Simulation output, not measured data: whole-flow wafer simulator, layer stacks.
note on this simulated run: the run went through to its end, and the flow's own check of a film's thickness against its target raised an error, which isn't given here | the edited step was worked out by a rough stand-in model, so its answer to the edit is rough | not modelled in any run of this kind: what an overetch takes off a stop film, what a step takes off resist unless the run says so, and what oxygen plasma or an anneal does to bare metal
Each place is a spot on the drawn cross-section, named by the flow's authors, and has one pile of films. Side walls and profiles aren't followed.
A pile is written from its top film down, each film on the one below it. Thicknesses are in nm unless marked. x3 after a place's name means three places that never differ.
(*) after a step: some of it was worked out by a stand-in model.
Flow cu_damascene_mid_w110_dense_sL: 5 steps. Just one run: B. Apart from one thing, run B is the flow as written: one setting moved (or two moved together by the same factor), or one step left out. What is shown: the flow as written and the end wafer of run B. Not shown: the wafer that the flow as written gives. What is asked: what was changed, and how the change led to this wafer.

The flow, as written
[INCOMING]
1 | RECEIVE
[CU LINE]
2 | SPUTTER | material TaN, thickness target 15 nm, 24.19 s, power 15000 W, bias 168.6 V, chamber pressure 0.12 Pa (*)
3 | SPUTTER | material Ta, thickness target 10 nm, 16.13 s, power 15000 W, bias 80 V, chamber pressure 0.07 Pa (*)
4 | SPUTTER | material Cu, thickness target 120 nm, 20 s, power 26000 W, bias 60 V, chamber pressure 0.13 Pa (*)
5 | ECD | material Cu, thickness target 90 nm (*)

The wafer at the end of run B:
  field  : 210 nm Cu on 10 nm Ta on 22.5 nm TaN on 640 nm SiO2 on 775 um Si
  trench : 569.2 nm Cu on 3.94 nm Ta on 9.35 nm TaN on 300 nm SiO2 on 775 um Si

The reason: step 2, SPUTTER: 36.29 s was run, while the flow as written has 24.19 s.

The path from the change to this, step by step:
  2 | SPUTTER | material TaN, thickness target 15 nm, 24.19 s, power 15000 W, bias 168.6 V, chamber pressure 0.12 Pa (*)
      field: TaN gains 22.5 (new film) (in the flow as written it would be: TaN gains 15 (new film))
      trench: TaN gains 9.35 (new film) (in the flow as written it would be: TaN gains 6.23 (new film))
  4 | SPUTTER | material Cu, thickness target 120 nm, 20 s, power 26000 W, bias 60 V, chamber pressure 0.13 Pa (*)
      trench: Cu gains 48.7 (new film) (in the flow as written it would be: Cu gains 49.9 (new film))
